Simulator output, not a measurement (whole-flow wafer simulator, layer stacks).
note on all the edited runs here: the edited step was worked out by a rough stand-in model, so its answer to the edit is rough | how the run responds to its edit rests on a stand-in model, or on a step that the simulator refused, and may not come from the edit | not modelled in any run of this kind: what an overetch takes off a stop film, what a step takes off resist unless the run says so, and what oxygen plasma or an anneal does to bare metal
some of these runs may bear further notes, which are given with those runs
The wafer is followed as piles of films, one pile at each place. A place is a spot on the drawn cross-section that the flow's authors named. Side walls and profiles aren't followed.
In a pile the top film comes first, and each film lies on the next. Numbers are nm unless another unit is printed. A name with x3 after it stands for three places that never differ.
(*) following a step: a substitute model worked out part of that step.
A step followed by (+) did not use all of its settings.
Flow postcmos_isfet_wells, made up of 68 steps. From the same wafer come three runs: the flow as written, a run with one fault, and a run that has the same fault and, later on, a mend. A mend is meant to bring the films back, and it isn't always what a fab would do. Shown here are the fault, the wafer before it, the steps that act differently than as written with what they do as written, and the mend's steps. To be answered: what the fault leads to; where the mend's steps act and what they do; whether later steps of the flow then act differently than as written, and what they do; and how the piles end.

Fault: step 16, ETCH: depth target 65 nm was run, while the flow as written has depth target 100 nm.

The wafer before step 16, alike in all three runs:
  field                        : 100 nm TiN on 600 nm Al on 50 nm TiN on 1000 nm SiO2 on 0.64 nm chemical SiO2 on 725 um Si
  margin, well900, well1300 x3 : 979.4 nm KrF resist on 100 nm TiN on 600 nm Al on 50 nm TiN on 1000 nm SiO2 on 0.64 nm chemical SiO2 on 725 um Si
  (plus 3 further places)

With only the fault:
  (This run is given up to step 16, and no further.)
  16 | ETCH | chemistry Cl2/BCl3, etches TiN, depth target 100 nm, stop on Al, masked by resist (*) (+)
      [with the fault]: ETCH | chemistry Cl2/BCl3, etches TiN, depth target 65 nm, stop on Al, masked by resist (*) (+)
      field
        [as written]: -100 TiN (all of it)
        [with the fault]: -65 TiN
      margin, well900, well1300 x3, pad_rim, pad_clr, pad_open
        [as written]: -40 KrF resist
        [with the fault]: -26 KrF resist
  Once step 16 is done, the piles at field depart from the flow's by more than 2% or 0.5 nm, whichever is larger.
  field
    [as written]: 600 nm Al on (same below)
    [with the fault]: 35 nm TiN on 600 nm Al on (same below)

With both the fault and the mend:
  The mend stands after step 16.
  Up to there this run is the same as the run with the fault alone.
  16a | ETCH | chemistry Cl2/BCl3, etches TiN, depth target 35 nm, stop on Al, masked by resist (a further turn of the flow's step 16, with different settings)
      margin, well900, well1300 x3, pad_rim, pad_clr, pad_open
        -14 KrF resist
      field
        -35 TiN (all of it)
  None of the later steps of the flow acts differently than as written at any place that is followed.
  By the end, the piles equal the flow's at every place that both follow.
